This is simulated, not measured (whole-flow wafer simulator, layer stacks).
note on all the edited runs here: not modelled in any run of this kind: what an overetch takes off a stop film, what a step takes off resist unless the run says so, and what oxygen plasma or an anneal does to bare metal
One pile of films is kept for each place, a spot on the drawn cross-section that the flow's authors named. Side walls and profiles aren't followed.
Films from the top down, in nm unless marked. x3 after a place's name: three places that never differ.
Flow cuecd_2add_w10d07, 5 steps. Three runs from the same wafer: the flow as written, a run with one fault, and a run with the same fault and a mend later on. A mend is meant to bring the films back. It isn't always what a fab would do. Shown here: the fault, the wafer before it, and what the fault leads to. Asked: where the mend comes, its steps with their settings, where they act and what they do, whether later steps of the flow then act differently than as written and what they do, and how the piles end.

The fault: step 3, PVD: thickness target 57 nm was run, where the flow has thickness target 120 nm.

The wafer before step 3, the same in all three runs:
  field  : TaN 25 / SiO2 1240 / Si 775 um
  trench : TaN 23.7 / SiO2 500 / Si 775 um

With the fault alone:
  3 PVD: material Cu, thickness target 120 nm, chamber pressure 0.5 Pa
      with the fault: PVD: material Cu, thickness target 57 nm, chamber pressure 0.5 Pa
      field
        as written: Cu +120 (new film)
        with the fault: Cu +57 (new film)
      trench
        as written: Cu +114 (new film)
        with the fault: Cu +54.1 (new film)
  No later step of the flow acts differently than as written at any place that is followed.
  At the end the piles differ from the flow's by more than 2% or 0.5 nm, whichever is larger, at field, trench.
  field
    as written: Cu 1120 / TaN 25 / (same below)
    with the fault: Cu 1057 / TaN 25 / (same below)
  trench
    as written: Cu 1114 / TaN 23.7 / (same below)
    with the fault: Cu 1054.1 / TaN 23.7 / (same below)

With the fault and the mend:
  The mend comes after step 3.
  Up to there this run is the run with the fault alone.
  3a PVD: material Cu, thickness target 63 nm, chamber pressure 0.5 Pa (the flow's step 3 once more, with other settings)
      field
        Cu +63
      trench
        Cu +59.7
  No later step of the flow acts differently than as written at any place that is followed.
  At the end the piles differ from the flow's only slightly at the places that both follow, by at most 2% or 0.5 nm, whichever is larger.
